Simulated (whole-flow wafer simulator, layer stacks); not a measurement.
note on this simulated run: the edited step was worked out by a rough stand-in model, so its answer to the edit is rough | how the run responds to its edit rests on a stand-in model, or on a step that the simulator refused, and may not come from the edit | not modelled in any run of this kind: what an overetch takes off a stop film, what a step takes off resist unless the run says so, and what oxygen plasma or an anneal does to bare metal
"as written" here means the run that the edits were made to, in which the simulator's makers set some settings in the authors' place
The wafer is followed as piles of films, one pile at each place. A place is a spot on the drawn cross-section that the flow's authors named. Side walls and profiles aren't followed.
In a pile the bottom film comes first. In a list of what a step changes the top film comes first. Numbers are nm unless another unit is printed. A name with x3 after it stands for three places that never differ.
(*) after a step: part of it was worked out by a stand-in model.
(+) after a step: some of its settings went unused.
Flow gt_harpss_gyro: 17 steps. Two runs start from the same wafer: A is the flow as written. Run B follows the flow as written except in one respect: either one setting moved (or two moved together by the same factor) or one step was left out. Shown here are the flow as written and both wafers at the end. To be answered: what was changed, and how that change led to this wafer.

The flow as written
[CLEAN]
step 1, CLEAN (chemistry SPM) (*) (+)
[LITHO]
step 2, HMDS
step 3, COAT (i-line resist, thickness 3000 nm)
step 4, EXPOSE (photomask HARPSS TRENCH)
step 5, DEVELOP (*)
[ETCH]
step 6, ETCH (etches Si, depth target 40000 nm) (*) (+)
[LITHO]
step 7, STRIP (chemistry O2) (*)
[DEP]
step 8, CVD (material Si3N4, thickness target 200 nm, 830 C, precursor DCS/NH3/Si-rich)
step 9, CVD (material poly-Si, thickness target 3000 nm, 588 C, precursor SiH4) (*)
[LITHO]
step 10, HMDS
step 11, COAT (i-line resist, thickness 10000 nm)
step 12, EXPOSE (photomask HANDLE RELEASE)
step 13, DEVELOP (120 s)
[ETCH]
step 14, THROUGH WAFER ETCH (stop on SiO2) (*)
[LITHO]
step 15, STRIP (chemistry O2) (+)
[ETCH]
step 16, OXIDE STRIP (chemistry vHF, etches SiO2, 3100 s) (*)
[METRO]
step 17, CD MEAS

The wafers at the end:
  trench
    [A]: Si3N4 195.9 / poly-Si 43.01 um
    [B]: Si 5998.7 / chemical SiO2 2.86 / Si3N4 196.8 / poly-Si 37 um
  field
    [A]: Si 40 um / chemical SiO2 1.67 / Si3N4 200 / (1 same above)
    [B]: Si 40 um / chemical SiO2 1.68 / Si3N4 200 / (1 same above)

What caused this: step 6, ETCH: depth target 34000 nm was run, though the flow has depth target 40000 nm.

The path from the change to this, step by step:
  step 6, ETCH (etches Si, depth target 40000 nm) (*) (+)
      trench: A -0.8 chemical SiO2 (all of it), -40 um Si (all of it) | B -0.8 chemical SiO2 (all of it), -34 um Si
      field: A -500 i-line resist | B -425 i-line resist
  step 7, STRIP (chemistry O2) (*)
      trench: A nothing | B +2.86 chemical SiO2 (new film), -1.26 Si
      field: A -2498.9 i-line resist (all of it), +0.87 chemical SiO2, -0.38 Si | B -2573.9 i-line resist (all of it), +0.88 chemical SiO2, -0.39 Si
  step 9, CVD (material poly-Si, thickness target 3000 nm, 588 C, precursor SiH4) (*)
      trench: A +43.01 um poly-Si (new film) | B +37 um poly-Si (new film)
